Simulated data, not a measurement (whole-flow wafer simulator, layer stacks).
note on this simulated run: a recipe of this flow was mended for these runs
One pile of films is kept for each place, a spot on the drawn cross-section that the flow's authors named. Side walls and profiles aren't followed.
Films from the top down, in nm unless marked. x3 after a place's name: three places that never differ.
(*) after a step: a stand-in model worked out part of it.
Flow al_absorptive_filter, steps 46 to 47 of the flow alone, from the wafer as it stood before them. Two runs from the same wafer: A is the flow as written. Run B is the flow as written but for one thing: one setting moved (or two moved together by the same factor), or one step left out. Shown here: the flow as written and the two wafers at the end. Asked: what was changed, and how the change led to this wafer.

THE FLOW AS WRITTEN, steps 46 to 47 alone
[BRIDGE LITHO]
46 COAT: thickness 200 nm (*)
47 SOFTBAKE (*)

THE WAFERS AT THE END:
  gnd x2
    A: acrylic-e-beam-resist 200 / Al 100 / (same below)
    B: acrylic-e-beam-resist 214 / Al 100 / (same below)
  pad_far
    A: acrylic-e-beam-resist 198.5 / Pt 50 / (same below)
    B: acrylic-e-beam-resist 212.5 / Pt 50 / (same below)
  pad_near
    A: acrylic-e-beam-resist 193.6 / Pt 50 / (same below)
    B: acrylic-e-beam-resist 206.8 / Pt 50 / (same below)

The cause: step 46, COAT: thickness 214 nm was run, where the flow has thickness 200 nm.
It can be read off the wafer: gnd x2 has acrylic-e-beam-resist 214, and step 46 as written asks for 200 nm.

How the change led to this, step by step:
  46 COAT: thickness 200 nm (*)
      gnd x2, idc_field: A acrylic-e-beam-resist +200 (new film) | B acrylic-e-beam-resist +214 (new film)
      pad_far: A acrylic-e-beam-resist +198.5 (new film) | B acrylic-e-beam-resist +212.5 (new film)
      (and at 10 more places)
